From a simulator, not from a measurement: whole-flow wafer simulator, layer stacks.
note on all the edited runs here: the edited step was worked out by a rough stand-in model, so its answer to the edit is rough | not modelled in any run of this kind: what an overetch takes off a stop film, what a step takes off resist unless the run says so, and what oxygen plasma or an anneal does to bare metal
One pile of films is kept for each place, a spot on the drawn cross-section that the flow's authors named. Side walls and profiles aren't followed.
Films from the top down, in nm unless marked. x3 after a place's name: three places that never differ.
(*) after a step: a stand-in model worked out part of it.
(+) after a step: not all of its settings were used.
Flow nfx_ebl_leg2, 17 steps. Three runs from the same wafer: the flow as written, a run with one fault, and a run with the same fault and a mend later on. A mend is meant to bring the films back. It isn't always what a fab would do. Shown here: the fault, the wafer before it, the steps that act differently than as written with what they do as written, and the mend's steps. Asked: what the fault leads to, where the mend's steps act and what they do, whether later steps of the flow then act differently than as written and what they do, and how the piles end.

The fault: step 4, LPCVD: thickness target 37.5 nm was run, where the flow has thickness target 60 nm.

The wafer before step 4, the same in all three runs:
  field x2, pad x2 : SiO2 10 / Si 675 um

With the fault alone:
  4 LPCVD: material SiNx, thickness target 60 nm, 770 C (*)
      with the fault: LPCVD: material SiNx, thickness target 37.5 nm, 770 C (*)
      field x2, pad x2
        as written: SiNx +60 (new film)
        with the fault: SiNx +37.5 (new film)
  Later steps of the flow that act differently than as written:
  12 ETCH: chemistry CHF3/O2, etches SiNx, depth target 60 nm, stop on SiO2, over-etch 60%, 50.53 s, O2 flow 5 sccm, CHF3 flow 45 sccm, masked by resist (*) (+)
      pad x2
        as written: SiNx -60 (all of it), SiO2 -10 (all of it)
        with the fault: SiNx -37.5 (all of it), SiO2 -10 (all of it)
  At the end the piles differ from the flow's by more than 2% or 0.5 nm, whichever is larger, at field x2.
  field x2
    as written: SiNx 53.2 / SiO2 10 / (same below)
    with the fault: SiNx 30.7 / SiO2 10 / (same below)

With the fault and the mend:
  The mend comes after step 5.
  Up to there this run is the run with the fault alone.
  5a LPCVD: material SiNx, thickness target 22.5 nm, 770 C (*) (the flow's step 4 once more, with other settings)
      field x2, pad x2
        SiNx +22.5
  No later step of the flow acts differently than as written at any place that is followed.
  At the end the piles are the same as the flow's at every place that both follow.
